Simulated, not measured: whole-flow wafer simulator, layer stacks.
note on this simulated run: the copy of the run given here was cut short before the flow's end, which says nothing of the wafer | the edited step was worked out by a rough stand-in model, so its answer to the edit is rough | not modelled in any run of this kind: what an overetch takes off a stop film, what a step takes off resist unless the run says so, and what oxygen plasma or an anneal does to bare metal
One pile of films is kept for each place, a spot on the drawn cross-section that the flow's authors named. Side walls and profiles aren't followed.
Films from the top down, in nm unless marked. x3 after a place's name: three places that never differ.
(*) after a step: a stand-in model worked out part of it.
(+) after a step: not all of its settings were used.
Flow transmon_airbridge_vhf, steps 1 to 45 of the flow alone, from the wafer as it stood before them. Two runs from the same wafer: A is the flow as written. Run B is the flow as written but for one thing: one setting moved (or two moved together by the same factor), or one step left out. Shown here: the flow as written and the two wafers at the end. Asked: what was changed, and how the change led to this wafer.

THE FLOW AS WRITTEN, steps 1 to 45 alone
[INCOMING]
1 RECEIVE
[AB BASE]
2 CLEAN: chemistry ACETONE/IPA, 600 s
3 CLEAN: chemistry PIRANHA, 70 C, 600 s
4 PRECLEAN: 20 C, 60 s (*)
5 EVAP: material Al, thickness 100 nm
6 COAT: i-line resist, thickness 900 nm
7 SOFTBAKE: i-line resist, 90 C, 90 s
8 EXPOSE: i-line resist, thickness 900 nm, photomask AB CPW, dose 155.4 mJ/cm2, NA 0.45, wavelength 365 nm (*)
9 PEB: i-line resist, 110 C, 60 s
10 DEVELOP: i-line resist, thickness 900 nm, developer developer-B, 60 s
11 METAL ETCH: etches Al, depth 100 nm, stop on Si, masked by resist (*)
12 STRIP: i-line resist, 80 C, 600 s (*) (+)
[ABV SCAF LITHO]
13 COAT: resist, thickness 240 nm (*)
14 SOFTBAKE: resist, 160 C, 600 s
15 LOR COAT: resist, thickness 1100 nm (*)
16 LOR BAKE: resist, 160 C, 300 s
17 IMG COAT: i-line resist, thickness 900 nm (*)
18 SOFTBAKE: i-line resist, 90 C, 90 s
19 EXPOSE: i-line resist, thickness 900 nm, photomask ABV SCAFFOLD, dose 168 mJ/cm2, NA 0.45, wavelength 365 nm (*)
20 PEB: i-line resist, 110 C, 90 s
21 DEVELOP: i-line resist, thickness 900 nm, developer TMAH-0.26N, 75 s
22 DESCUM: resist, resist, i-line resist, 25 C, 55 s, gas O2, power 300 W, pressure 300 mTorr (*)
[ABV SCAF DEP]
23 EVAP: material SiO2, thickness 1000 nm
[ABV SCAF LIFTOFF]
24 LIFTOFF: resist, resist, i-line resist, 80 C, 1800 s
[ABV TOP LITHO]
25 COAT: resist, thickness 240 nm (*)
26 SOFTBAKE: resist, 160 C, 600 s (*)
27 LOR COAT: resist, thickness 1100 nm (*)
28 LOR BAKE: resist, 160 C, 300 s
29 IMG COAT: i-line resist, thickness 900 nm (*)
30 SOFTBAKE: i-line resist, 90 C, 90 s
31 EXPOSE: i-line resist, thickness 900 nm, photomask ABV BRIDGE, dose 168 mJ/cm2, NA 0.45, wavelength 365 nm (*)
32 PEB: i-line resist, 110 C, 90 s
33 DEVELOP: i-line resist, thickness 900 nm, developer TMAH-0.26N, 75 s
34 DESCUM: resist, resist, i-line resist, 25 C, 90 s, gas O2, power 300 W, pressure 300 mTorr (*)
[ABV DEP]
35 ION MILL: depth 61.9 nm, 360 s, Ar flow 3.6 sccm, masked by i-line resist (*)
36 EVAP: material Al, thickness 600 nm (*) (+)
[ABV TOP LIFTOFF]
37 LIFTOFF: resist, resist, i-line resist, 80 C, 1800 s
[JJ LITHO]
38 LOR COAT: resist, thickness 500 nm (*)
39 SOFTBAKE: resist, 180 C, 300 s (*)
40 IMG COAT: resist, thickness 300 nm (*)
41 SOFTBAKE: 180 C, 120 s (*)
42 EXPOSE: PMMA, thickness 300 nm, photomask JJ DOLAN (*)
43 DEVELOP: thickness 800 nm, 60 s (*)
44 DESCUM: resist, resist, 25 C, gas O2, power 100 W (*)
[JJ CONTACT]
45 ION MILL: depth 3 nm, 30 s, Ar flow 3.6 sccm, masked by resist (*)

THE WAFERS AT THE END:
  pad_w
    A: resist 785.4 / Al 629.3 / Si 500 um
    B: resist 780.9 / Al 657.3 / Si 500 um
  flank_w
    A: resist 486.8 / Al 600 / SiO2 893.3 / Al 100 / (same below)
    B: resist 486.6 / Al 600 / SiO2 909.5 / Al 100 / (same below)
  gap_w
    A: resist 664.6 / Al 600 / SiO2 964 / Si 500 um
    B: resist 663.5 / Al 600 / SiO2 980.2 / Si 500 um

The cause: step 35, ION MILL: 198 s was run, where the flow has 360 s.

How the change led to this, step by step:
  35 ION MILL: depth 61.9 nm, 360 s, Ar flow 3.6 sccm, masked by i-line resist (*)
      field x3, jj_line, ground_far, trace_open_s x2, margin_s, margin_n: A i-line resist -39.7 | B i-line resist -21.9
      flank_w, gap_w, cpw_trace, gap_e, flank_e, bridge_strip: A SiO2 -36 | B SiO2 -19.8
      (and at 2 more places)
  37 LIFTOFF: resist, resist, i-line resist, 80 C, 1800 s
      field x3, jj_line, trace_open_s x2: A Al -600 (all of it), i-line resist -600 (all of it), resist -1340 (all of it) | B Al -600 (all of it), i-line resist -617.9 (all of it), resist -1340 (all of it)
      margin_s, margin_n: A Al -600 (all of it), i-line resist -318.3 (all of it), resist -992 (all of it) | B Al -600 (all of it), i-line resist -336.2 (all of it), resist -992 (all of it)
      (and at 1 more place)
